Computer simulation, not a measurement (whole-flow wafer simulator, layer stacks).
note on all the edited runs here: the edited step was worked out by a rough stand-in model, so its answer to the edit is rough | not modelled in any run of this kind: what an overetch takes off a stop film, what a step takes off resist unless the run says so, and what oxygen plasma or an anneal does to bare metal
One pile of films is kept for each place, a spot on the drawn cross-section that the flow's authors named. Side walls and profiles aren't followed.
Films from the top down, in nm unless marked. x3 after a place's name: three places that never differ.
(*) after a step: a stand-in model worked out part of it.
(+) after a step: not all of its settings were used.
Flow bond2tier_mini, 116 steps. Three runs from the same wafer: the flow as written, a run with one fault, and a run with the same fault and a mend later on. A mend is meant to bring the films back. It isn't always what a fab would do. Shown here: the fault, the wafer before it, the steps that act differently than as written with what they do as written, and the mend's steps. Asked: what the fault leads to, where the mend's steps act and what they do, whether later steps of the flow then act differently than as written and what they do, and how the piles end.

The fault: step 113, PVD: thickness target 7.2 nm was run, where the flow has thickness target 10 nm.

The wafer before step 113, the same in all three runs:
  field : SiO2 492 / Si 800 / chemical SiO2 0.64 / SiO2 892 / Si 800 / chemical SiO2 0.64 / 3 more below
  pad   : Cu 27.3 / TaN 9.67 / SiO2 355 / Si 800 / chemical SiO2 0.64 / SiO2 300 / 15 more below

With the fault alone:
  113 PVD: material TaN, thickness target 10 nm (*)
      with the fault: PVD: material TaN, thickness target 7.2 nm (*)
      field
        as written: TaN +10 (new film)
        with the fault: TaN +7.2 (new film)
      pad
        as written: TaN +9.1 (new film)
        with the fault: TaN +6.55 (new film)
  Later steps of the flow that act differently than as written (1 more step differs only slightly, by at most 2% or 0.5 nm, whichever is larger, and isn't shown):
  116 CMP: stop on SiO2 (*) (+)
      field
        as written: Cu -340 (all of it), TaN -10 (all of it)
        with the fault: Cu -340 (all of it), TaN -7.2 (all of it)
  At the end the piles differ from the flow's by more than 2% or 0.5 nm, whichever is larger, at pad.
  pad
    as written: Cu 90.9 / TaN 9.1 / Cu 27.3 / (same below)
    with the fault: Cu 93.4 / TaN 6.55 / Cu 27.3 / (same below)

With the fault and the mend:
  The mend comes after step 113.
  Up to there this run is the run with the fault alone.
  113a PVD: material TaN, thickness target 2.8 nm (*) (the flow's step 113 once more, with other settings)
      field
        TaN +2.8
      pad
        TaN +2.55
  No later step of the flow acts differently than as written at any place that is followed.
  At the end the piles are the same as the flow's at every place that both follow.
